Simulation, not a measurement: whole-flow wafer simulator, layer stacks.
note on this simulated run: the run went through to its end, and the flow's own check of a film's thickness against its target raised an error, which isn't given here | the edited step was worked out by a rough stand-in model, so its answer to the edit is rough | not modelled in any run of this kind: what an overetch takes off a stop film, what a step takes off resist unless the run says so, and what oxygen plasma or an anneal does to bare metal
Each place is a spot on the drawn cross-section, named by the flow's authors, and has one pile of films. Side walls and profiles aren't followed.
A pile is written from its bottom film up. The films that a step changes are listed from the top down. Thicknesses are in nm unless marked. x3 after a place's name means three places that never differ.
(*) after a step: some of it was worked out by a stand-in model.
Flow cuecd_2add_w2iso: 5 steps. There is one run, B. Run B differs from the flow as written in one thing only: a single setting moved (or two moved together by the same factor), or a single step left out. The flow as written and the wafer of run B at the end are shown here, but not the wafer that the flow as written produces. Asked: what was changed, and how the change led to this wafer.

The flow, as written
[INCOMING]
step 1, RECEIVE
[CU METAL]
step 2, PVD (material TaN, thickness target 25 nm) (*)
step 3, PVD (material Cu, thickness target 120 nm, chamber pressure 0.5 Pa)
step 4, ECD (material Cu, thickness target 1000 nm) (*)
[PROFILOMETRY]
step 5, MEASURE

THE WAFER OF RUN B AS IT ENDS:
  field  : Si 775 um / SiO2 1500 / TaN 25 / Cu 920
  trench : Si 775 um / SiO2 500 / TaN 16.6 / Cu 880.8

The reason: step 4, ECD: thickness target 800 nm was run, though the flow has thickness target 1000 nm.

Step by step, how the change led to this:
  step 4, ECD (material Cu, thickness target 1000 nm) (*)
      field: Cu gains 800 (it would be, as written: Cu gains 1000)
      trench: Cu gains 800 (it would be, as written: Cu gains 2047.6)
